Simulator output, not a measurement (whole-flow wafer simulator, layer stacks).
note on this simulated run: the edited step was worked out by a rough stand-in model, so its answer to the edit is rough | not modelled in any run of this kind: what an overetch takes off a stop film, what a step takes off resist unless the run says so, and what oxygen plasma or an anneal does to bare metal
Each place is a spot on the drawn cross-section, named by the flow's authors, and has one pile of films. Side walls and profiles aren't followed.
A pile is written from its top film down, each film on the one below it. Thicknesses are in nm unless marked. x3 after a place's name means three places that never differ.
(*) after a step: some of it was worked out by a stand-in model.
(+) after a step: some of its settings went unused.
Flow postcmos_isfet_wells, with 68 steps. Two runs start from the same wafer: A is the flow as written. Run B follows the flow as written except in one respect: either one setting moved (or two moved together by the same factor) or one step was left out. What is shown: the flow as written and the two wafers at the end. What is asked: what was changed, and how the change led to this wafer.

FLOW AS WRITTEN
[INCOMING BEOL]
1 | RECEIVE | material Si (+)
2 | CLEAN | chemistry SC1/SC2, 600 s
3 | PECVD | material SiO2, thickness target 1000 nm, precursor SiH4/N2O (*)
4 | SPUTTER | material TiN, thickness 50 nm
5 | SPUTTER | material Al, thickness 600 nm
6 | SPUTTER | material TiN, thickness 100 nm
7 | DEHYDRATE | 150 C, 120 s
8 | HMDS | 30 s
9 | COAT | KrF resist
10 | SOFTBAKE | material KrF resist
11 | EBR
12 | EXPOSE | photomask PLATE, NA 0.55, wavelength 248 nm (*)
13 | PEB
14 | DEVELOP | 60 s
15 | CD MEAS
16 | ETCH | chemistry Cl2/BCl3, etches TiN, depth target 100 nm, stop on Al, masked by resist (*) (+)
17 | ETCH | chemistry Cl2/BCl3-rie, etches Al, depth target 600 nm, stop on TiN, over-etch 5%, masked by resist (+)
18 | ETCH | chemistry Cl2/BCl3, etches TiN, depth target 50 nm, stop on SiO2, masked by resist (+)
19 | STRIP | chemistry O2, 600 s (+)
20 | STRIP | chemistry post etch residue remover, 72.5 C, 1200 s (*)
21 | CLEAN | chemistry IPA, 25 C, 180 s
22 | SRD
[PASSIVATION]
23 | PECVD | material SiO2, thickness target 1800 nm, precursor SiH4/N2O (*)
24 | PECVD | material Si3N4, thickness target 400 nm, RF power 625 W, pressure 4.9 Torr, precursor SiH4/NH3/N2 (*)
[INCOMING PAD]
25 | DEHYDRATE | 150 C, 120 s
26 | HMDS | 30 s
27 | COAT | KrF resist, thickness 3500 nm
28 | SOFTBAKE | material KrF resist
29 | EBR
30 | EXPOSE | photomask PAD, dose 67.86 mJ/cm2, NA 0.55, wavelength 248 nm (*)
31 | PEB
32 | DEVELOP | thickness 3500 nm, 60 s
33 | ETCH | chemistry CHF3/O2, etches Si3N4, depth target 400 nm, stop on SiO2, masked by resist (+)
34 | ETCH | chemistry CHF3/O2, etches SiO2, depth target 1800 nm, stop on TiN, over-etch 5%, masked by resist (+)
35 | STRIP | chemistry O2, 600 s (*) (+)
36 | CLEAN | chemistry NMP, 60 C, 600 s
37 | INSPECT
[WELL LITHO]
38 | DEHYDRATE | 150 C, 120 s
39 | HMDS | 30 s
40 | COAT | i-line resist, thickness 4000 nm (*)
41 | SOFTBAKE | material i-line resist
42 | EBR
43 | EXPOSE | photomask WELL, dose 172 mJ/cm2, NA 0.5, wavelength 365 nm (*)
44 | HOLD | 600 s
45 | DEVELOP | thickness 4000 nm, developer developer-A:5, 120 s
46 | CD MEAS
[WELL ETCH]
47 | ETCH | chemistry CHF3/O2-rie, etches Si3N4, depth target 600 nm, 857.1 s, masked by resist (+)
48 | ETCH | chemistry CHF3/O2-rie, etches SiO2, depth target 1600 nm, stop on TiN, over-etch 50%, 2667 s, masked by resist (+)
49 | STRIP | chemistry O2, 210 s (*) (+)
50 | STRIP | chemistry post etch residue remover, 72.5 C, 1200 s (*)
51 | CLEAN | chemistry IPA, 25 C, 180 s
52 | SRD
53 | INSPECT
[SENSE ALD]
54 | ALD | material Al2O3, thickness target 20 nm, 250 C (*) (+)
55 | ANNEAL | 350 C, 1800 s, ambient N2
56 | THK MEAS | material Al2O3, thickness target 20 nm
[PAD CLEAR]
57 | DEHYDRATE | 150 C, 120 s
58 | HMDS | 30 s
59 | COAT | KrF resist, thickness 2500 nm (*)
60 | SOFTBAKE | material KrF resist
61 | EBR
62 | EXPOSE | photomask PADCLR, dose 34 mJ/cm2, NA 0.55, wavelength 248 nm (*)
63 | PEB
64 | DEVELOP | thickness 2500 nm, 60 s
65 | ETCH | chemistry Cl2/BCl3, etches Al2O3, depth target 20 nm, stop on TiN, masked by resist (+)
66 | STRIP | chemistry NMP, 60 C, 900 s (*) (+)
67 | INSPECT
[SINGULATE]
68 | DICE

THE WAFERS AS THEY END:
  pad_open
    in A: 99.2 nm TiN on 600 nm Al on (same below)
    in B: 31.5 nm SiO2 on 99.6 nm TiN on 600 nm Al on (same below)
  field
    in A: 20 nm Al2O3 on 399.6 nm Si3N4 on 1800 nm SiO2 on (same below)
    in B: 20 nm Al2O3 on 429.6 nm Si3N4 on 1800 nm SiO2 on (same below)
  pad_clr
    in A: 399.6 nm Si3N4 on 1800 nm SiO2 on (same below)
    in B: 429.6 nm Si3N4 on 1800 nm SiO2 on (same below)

The reason: step 24, PECVD: thickness target 430 nm was run, while the flow as written has thickness target 400 nm.

The path from the change to this, step by step:
  24 | PECVD | material Si3N4, thickness target 400 nm, RF power 625 W, pressure 4.9 Torr, precursor SiH4/NH3/N2 (*)
      field, margin, well900, well1300 x3, pad_rim, pad_clr, pad_open: A +400 Si3N4 (new film) | B +430 Si3N4 (new film)
  33 | ETCH | chemistry CHF3/O2, etches Si3N4, depth target 400 nm, stop on SiO2, masked by resist (+)
      pad_open: A -400 Si3N4 (all of it) | B -400 Si3N4
  34 | ETCH | chemistry CHF3/O2, etches SiO2, depth target 1800 nm, stop on TiN, over-etch 5%, masked by resist (+)
      pad_open: A -1800 SiO2 (all of it) | B -30 Si3N4 (all of it), -1768.5 SiO2
  47 | ETCH | chemistry CHF3/O2-rie, etches Si3N4, depth target 600 nm, 857.1 s, masked by resist (+)
      well900, well1300 x3: A -400 Si3N4 (all of it), -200 SiO2 | B -430 Si3N4 (all of it), -170 SiO2
